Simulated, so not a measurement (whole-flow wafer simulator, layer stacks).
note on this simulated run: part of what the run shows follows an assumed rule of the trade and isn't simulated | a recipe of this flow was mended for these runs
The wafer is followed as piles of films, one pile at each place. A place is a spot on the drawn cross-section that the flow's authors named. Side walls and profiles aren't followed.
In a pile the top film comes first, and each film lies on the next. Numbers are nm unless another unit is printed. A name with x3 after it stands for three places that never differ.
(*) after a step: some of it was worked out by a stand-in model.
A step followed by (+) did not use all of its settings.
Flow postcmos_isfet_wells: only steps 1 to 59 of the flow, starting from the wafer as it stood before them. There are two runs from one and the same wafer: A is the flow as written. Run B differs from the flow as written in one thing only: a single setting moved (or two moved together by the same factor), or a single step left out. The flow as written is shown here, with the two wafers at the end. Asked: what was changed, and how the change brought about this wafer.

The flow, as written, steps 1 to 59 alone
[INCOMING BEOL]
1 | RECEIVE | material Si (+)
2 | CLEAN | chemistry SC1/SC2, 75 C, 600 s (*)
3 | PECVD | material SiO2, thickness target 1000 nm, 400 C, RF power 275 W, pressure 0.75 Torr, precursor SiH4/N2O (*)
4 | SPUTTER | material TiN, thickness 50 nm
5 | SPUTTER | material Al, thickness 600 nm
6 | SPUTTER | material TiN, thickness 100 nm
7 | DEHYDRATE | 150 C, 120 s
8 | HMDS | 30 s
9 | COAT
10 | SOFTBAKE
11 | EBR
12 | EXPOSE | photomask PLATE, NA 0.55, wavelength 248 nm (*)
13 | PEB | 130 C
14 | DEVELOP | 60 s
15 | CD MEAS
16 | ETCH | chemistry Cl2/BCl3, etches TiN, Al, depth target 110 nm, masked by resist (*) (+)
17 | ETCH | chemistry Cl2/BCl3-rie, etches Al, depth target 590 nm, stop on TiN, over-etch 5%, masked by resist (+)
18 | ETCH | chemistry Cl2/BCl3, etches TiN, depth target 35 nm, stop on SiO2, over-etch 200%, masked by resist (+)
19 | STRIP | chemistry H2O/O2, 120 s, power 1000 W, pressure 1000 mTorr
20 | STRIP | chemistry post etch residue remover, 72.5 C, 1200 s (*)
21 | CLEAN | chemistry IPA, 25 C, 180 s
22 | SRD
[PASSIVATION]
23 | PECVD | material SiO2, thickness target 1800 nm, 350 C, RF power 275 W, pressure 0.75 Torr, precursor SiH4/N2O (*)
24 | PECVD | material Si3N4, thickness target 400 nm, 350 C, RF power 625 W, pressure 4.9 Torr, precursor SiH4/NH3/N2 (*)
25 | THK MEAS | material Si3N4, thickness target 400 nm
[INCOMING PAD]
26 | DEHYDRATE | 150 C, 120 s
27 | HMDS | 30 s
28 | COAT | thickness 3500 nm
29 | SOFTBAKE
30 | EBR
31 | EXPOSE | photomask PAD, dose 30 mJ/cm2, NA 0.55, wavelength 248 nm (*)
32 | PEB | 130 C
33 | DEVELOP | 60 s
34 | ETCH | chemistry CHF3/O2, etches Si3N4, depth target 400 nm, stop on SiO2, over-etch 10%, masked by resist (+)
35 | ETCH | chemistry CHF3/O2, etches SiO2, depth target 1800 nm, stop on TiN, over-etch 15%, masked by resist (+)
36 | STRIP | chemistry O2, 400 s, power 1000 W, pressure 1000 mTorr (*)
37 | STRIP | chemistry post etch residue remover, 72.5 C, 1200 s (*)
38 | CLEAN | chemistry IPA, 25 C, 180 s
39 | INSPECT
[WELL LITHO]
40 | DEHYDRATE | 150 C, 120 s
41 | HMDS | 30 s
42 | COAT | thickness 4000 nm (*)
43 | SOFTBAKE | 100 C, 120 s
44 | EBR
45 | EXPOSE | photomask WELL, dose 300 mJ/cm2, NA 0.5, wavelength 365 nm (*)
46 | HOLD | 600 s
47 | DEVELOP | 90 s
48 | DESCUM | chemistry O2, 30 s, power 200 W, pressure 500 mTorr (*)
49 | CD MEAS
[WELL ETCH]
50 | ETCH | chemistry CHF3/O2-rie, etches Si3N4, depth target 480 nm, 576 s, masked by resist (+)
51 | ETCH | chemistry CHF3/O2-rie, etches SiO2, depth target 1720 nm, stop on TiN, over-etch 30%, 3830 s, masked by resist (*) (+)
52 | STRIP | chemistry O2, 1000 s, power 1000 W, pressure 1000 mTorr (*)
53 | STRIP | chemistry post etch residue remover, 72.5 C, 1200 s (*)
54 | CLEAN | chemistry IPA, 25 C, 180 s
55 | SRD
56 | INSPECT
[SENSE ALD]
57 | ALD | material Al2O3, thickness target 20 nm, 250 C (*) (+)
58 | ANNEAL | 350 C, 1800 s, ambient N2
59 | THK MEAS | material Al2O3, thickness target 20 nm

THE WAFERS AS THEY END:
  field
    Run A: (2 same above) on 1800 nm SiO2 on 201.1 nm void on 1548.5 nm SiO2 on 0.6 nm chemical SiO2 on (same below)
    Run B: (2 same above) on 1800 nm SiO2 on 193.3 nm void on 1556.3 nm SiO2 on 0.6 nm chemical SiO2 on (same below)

What caused this: step 18, ETCH: depth target 18 nm was run, though the flow has depth target 35 nm.

Step by step, how the change led to this:
  18 | ETCH | chemistry Cl2/BCl3, etches TiN, depth target 35 nm, stop on SiO2, over-etch 200%, masked by resist (+)
      margin x2, well900 x4, pad_clr, pad_open: A thick-KrF-resist loses 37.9 | B thick-KrF-resist loses 21.6
      field: A TiN loses 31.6 (all of it), SiO2 loses 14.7 | B TiN loses 31.6 (all of it), SiO2 loses 4.49
  19 | STRIP | chemistry H2O/O2, 120 s, power 1000 W, pressure 1000 mTorr
      margin x2, well900 x4, pad_clr, pad_open: A thick-KrF-resist loses 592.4 (all of it) | B thick-KrF-resist loses 608.6 (all of it)
  23 | PECVD | material SiO2, thickness target 1800 nm, 350 C, RF power 275 W, pressure 0.75 Torr, precursor SiH4/N2O (*)
      field: A SiO2 gains 1800 (new film), void gains 201.1 (new film), SiO2 gains 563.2 | B SiO2 gains 1800 (new film), void gains 193.3 (new film), SiO2 gains 560.8
